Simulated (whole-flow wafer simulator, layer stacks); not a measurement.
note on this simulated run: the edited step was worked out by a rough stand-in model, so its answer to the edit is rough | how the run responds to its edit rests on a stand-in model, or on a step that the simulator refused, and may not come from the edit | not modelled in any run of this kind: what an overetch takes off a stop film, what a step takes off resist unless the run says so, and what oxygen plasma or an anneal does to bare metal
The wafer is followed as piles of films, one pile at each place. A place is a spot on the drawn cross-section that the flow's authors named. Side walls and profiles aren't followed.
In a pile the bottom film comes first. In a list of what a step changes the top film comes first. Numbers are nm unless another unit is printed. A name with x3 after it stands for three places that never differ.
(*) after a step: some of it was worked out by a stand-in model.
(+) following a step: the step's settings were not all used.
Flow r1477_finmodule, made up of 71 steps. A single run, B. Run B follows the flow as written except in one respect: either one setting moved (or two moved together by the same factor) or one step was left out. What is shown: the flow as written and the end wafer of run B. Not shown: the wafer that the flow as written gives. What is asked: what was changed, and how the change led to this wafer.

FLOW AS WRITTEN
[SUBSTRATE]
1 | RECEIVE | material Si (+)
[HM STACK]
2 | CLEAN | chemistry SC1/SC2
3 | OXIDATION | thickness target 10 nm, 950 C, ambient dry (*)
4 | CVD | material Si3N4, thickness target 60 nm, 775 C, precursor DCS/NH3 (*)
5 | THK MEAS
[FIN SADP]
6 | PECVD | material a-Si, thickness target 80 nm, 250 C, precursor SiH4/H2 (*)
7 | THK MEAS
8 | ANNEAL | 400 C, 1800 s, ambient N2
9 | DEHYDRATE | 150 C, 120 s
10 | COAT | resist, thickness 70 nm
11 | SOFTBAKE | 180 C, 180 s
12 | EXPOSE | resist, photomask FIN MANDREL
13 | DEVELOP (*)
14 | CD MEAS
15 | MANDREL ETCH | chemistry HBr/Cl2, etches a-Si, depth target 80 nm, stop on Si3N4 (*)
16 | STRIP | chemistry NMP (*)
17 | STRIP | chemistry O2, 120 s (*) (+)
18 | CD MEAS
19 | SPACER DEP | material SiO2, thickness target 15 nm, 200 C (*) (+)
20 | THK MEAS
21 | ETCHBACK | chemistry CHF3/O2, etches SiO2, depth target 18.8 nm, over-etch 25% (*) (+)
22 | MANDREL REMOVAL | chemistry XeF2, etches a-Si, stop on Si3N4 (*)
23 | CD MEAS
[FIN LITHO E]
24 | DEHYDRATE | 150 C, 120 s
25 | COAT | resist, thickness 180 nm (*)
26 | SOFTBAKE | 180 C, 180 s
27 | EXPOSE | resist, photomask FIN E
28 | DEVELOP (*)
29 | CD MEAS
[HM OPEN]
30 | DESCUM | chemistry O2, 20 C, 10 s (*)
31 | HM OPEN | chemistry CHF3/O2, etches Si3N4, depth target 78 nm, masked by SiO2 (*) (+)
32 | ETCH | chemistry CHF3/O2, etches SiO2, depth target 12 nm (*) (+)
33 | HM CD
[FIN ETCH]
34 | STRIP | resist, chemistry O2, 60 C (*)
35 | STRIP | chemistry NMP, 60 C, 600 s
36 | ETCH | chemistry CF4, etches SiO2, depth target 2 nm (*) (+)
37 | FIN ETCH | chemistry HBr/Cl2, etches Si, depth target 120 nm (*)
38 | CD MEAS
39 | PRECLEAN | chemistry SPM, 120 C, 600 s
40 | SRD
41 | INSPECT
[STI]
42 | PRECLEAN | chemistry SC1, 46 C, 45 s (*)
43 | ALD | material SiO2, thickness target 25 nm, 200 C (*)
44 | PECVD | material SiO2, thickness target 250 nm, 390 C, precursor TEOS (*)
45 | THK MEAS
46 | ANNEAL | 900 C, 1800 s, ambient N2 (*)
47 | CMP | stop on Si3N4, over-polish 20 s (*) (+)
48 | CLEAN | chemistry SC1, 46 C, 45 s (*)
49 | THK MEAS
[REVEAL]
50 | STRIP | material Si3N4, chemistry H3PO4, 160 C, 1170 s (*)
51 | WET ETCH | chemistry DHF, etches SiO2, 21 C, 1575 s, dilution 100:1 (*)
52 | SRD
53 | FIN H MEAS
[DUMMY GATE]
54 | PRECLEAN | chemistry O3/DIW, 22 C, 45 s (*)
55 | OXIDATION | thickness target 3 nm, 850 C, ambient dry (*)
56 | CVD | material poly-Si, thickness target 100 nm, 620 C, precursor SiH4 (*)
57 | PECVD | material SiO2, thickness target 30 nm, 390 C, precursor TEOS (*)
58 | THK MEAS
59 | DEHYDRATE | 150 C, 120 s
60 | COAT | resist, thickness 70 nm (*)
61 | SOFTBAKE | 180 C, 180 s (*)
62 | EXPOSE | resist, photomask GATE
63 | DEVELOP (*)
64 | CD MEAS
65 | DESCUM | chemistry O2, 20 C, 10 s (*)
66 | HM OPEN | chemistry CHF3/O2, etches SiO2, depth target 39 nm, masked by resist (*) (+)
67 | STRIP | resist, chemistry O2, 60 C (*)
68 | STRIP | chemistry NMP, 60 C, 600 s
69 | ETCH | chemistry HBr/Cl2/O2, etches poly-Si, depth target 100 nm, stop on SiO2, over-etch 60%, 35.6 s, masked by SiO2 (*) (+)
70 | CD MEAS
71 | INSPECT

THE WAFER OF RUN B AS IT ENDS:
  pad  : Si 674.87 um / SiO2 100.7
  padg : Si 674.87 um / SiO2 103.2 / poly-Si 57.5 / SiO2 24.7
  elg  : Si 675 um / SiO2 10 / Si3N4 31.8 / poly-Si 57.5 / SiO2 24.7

Cause: step 56, CVD: thickness target 57.5 nm was run, whereas the flow has thickness target 100 nm.
The wafer lets one read it off: padg has poly-Si 57.5, and step 56 as written asks for 100 nm.

Step by step, how the change led to this:
  56 | CVD | material poly-Si, thickness target 100 nm, 620 C, precursor SiH4 (*)
      pad, padg, elg and 26 more: poly-Si gains 57.5 (new film) (it would be, as written: poly-Si gains 100 (new film))
      s40cg, s40co: poly-Si gains 69.9 (new film) (it would be, as written: poly-Si gains 113.9 (new film))
      (as well as at 5 more places)
  60 | COAT | resist, thickness 70 nm (*)
      s45cg, s45co: resist gains 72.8 (new film) (it would be, as written: resist gains 71 (new film))
      s50cg, s50co: resist gains 73.8 (new film) (it would be, as written: resist gains 71.5 (new film))
  63 | DEVELOP (*)
      s45co: resist loses 72.8 (all of it) (it would be, as written: resist loses 71 (all of it))
      s50co: resist loses 73.8 (all of it) (it would be, as written: resist loses 71.5 (all of it))
  67 | STRIP | resist, chemistry O2, 60 C (*)
      s40cg: resist loses 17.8 (all of it) (it would be, as written: resist loses 16.5 (all of it))
      s45cg: resist loses 18.7 (all of it) (it would be, as written: resist loses 16.9 (all of it))
      (as well as at 1 more place)
  69 | ETCH | chemistry HBr/Cl2/O2, etches poly-Si, depth target 100 nm, stop on SiO2, over-etch 60%, 35.6 s, masked by SiO2 (*) (+)
      pad, eso, e40so and 8 more: chemical SiO2 loses 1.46 (all of it), poly-Si loses 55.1 (all of it), SiO2 loses 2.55 (it would be, as written: chemical SiO2 loses 1.46 (all of it), poly-Si loses 97.6 (all of it), SiO2 loses 0.42)
      elo, e40lo, e100lo, e200lo: chemical SiO2 loses 1.46 (all of it), poly-Si loses 55.1 (all of it), Si3N4 loses 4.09 (it would be, as written: chemical SiO2 loses 1.46 (all of it), poly-Si loses 97.6 (all of it), Si3N4 loses 0.22)
      (as well as at 3 more places)
